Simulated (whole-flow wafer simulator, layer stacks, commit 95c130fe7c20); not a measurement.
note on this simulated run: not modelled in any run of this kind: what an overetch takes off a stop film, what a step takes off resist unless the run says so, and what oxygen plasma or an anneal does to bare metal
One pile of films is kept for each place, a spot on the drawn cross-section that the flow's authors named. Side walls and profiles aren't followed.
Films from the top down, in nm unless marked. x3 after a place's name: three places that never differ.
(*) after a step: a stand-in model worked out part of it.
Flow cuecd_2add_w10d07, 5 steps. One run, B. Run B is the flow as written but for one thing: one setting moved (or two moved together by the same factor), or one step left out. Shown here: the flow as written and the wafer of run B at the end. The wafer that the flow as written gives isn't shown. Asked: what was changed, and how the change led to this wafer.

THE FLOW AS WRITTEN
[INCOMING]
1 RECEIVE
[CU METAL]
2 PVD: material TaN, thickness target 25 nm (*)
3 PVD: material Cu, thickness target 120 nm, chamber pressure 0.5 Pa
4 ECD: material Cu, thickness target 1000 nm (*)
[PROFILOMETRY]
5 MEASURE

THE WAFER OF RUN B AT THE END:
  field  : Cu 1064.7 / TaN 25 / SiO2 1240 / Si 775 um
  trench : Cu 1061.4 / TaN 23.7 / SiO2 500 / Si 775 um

The cause: step 3, PVD: thickness target 64.7 nm was run, where the flow has thickness target 120 nm.

How the change led to this, step by step:
  3 PVD: material Cu, thickness target 120 nm, chamber pressure 0.5 Pa
      field: Cu +64.7 (new film) (as written it would be: Cu +120 (new film))
      trench: Cu +61.4 (new film) (as written it would be: Cu +114 (new film))
